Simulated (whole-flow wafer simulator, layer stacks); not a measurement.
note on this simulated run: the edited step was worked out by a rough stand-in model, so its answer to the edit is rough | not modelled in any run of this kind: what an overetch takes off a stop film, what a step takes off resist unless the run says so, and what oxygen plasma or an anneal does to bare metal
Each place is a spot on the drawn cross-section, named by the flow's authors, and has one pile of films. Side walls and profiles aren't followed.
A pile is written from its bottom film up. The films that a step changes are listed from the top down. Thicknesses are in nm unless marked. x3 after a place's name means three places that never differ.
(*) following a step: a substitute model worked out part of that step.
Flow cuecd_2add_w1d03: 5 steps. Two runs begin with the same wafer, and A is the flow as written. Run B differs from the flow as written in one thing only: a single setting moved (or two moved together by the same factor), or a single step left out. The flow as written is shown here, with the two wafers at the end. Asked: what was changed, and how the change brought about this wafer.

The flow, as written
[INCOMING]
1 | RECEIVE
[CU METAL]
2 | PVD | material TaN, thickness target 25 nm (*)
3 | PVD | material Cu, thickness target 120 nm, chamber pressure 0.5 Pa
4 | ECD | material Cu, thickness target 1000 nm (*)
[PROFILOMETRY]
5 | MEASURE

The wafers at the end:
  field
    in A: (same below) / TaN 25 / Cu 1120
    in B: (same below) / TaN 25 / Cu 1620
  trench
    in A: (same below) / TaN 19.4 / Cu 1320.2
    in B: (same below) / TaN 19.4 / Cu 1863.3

What caused this: step 4, ECD: thickness target 1500 nm was run, though the flow has thickness target 1000 nm.

Step by step, how the change led to this:
  4 | ECD | material Cu, thickness target 1000 nm (*)
      field: A +1000 Cu | B +1500 Cu
      trench: A +1226.8 Cu | B +1769.9 Cu
